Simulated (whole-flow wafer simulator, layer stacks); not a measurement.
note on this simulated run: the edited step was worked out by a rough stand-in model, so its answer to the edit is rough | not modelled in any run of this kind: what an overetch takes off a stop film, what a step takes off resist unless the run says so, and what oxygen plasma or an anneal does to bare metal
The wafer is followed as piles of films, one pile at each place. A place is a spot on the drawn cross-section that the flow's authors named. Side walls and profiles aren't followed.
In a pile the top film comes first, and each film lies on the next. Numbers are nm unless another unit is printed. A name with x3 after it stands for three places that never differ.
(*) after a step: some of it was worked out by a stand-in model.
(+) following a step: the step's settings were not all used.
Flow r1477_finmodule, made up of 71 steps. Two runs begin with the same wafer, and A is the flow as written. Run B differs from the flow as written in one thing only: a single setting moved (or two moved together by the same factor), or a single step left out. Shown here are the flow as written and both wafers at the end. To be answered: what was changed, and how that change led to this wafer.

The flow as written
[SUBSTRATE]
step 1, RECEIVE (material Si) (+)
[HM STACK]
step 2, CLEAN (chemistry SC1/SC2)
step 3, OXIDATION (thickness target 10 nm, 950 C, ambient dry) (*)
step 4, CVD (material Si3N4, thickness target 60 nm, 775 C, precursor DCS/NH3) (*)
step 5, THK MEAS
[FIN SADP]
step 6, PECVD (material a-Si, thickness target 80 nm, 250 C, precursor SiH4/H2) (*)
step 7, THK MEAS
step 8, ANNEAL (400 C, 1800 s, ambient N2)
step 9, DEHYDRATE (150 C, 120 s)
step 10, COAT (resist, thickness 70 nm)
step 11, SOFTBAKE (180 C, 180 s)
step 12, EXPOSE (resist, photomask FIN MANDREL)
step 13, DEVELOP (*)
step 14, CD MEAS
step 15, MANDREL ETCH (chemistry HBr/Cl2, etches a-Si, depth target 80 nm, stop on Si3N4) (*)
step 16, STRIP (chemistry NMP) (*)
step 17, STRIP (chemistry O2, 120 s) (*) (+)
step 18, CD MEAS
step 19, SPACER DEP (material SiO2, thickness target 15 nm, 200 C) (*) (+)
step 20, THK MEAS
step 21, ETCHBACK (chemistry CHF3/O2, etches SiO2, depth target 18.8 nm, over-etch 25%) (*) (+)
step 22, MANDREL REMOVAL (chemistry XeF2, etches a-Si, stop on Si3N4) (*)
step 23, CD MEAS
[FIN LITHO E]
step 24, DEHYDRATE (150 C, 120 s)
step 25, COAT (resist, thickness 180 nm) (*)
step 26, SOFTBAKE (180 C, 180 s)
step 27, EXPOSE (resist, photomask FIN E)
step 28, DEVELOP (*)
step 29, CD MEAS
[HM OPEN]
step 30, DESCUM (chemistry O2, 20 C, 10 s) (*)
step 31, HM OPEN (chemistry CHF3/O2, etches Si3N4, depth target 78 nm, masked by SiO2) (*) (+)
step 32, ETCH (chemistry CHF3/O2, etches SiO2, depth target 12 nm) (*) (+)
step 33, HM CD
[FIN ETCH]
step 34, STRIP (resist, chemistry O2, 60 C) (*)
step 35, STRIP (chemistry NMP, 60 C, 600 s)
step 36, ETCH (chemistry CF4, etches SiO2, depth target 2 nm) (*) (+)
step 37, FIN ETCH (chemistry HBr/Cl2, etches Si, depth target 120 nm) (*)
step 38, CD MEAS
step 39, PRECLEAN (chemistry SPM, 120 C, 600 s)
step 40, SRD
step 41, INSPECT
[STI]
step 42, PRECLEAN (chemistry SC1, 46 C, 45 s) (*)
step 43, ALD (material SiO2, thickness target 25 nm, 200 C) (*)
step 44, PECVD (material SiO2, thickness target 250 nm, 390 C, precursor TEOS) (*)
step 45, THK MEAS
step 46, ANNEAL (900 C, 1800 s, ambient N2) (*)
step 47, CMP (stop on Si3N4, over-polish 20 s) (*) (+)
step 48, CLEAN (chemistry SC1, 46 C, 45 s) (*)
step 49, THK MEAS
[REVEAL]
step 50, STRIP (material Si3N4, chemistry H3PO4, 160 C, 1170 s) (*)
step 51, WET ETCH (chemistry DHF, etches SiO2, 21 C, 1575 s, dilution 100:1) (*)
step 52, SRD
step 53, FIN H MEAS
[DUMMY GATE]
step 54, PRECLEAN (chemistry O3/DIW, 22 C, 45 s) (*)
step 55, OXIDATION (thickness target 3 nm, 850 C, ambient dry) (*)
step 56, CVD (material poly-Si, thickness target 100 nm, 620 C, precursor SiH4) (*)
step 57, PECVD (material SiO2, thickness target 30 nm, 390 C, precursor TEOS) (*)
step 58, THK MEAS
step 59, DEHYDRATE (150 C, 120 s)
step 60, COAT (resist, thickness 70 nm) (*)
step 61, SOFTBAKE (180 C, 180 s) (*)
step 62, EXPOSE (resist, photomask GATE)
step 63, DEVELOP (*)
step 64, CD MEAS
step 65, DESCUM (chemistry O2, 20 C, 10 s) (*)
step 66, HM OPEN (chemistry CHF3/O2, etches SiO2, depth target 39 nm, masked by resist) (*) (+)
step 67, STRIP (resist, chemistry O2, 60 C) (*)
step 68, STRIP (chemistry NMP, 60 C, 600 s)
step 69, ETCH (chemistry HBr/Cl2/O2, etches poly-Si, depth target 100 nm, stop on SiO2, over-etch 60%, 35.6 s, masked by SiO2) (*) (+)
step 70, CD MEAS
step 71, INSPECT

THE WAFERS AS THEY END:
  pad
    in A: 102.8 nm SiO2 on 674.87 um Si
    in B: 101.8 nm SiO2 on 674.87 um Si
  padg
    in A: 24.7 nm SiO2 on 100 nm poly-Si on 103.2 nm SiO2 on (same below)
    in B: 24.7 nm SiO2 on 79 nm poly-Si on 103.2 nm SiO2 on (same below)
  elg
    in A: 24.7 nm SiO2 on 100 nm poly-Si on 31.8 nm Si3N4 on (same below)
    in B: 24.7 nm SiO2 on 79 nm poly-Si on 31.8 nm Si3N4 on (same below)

What caused this: step 56, CVD: thickness target 79 nm was run, though the flow has thickness target 100 nm.
One can read it off the wafer: padg has poly-Si 79, and step 56 as written asks for 100 nm.

Step by step, how the change led to this:
  step 56, CVD (material poly-Si, thickness target 100 nm, 620 C, precursor SiH4) (*)
      pad, padg, elg and 26 more: A poly-Si gains 100 (new film) | B poly-Si gains 79 (new film)
      s40cg, s40co: A poly-Si gains 113.9 (new film) | B poly-Si gains 92.4 (new film)
      (as well as at 5 more places)
  step 67, STRIP (resist, chemistry O2, 60 C) (*)
      s45cg: A resist loses 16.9 (all of it) | B resist loses 17.5 (all of it)
      s50cg: A resist loses 17.4 (all of it) | B resist loses 18.1 (all of it)
  step 69, ETCH (chemistry HBr/Cl2/O2, etches poly-Si, depth target 100 nm, stop on SiO2, over-etch 60%, 35.6 s, masked by SiO2) (*) (+)
      pad, eso, e40so and 8 more: A chemical SiO2 loses 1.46 (all of it), poly-Si loses 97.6 (all of it), SiO2 loses 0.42 | B chemical SiO2 loses 1.46 (all of it), poly-Si loses 76.6 (all of it), SiO2 loses 1.47
      elo, e40lo, e100lo, e200lo: A chemical SiO2 loses 1.46 (all of it), poly-Si loses 97.6 (all of it), Si3N4 loses 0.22 | B chemical SiO2 loses 1.46 (all of it), poly-Si loses 76.6 (all of it), Si3N4 loses 2.13
      (as well as at 3 more places)
